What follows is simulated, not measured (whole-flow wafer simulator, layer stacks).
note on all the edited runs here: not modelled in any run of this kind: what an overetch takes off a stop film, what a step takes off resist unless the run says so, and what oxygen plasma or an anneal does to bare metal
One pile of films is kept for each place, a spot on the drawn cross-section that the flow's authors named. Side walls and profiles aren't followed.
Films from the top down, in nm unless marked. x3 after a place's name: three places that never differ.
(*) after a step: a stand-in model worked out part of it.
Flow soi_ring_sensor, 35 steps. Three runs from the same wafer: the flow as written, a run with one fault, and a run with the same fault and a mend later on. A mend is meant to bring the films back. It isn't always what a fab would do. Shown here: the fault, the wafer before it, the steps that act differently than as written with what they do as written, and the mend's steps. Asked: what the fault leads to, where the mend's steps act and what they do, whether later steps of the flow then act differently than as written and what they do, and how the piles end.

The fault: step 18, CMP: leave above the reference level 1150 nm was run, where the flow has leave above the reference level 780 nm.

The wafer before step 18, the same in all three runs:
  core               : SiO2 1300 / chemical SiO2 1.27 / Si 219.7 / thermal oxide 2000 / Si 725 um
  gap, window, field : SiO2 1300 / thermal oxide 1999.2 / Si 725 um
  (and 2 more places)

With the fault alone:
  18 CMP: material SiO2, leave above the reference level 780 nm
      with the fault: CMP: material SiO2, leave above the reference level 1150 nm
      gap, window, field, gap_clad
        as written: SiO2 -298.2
        with the fault: nothing
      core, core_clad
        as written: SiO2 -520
        with the fault: SiO2 -150
  Later steps of the flow that act differently than as written (1 more step differs only slightly, by at most 2% or 0.5 nm, whichever is larger, and isn't shown):
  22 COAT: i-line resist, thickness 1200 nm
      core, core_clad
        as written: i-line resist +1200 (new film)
        with the fault: i-line resist +1137.4 (new film)
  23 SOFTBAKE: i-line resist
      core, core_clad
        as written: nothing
        with the fault: i-line resist -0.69
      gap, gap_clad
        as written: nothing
        with the fault: i-line resist -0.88
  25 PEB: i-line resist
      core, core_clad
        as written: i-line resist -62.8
        with the fault: i-line resist -59.4
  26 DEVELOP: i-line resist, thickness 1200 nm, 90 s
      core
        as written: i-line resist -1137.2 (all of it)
        with the fault: i-line resist -1077.3 (all of it)
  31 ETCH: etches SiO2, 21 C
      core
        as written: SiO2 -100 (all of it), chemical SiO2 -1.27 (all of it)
        with the fault: SiO2 -462
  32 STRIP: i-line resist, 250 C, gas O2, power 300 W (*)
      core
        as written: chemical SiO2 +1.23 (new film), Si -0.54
        with the fault: nothing
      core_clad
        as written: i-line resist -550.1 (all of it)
        with the fault: i-line resist -490.4 (all of it)
  At the end the piles differ from the flow's by more than 2% or 0.5 nm, whichever is larger, at core, field, core_clad.
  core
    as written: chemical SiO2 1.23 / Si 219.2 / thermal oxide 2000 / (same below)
    with the fault: SiO2 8 / chemical SiO2 1.27 / Si 219.7 / thermal oxide 2000 / (same below)
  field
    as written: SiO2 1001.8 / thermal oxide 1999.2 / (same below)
    with the fault: SiO2 1300 / thermal oxide 1999.2 / (same below)
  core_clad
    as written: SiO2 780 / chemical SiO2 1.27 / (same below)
    with the fault: SiO2 1150 / chemical SiO2 1.27 / (same below)

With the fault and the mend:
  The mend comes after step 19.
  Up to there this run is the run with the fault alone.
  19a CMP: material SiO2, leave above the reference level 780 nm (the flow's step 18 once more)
      gap, window, field, gap_clad
        SiO2 -298.2
      core, core_clad
        SiO2 -370
  No later step of the flow acts differently than as written at any place that is followed.
  At the end the piles are the same as the flow's at every place that both follow.
